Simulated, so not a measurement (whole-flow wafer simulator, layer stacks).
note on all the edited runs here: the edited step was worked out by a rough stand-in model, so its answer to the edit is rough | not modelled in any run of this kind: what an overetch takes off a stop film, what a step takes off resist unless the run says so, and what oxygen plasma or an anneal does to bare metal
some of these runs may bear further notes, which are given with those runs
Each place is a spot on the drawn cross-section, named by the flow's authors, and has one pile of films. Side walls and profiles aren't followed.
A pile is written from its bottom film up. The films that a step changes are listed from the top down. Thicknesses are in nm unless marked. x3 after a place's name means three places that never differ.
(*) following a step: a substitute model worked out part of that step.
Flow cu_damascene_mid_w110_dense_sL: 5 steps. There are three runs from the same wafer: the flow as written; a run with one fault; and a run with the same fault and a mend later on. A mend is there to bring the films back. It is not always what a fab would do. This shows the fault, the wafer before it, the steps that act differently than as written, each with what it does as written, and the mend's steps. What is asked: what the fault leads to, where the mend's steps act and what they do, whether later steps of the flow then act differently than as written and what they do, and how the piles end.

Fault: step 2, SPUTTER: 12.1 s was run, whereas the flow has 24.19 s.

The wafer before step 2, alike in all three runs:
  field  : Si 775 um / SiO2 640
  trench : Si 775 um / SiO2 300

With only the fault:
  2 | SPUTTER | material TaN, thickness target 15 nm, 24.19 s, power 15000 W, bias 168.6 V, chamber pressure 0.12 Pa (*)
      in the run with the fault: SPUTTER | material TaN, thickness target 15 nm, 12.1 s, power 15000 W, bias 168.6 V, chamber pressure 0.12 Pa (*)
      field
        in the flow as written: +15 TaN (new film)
        in the run with the fault: +7.5 TaN (new film)
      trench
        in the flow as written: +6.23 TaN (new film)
        in the run with the fault: +3.12 TaN (new film)
  Steps further on in the flow that do not act as written (not shown: 2 more steps that differ only slightly, by at most 2% or 0.5 nm, whichever is larger):
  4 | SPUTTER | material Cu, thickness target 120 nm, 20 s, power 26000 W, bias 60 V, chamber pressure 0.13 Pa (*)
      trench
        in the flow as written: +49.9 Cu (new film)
        in the run with the fault: +51.2 Cu (new film)
  The piles end different from the flow's at field, trench by more than 2% or 0.5 nm, whichever is larger.
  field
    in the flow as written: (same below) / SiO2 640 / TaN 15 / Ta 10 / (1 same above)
    in the run with the fault: (same below) / SiO2 640 / TaN 7.5 / Ta 10 / (1 same above)
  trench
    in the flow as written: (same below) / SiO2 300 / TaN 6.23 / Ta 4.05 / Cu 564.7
    in the run with the fault: (same below) / SiO2 300 / TaN 3.12 / Ta 4.14 / Cu 560.2

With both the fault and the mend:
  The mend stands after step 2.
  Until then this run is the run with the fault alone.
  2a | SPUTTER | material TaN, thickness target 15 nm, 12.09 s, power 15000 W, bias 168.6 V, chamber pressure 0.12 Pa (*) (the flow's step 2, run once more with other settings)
      field
        +7.5 TaN
      trench
        +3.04 TaN
  Every later step of the flow that is run acts as written, at every place that is followed, to within 2% or 0.5 nm, whichever is larger.
  When the end is reached, the piles differ only a little from the flow's at the places that both follow, at most by 2% or 0.5 nm, whichever is larger.
